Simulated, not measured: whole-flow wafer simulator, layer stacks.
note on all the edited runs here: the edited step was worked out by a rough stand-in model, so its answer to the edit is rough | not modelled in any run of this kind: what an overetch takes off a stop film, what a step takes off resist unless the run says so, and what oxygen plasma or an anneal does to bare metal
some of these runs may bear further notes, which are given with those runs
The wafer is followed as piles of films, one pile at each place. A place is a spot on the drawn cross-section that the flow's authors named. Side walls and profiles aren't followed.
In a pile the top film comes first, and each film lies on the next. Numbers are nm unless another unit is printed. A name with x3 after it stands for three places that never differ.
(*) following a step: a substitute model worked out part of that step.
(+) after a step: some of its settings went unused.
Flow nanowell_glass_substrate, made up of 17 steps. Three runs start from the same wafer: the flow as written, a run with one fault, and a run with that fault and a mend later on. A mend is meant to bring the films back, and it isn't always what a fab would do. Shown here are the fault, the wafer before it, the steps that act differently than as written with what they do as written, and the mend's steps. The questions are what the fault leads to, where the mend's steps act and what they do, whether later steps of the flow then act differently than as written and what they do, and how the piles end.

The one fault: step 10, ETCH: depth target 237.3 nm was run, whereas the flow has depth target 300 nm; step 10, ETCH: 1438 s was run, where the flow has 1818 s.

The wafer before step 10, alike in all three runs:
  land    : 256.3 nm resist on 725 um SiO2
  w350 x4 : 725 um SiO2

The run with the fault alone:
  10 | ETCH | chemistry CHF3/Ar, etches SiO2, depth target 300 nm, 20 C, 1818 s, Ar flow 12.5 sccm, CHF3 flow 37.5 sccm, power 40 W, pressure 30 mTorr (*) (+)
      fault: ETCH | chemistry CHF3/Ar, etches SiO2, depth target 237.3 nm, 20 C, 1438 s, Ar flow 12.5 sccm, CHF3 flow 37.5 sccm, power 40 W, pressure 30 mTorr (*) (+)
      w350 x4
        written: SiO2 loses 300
        fault: SiO2 loses 237.3
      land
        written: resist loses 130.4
        fault: resist loses 103.2
  Steps later in the flow that act otherwise than as written:
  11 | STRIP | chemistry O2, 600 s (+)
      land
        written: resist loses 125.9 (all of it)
        fault: resist loses 153.2 (all of it)
  At the end the piles are close to the flow's at the places that both follow, differing by at most 2% or 0.5 nm, whichever is larger.

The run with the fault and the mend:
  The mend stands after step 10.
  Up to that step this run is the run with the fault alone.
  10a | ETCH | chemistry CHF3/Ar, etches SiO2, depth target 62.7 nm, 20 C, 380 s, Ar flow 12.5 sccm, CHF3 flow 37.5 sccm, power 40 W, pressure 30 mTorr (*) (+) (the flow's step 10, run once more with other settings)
      w350 x4
        SiO2 loses 62.7
      land
        resist loses 27.3
  Every later step of the flow that is run acts as written at every place that is followed.
  At every place that both follow, the piles at the end match the flow's.
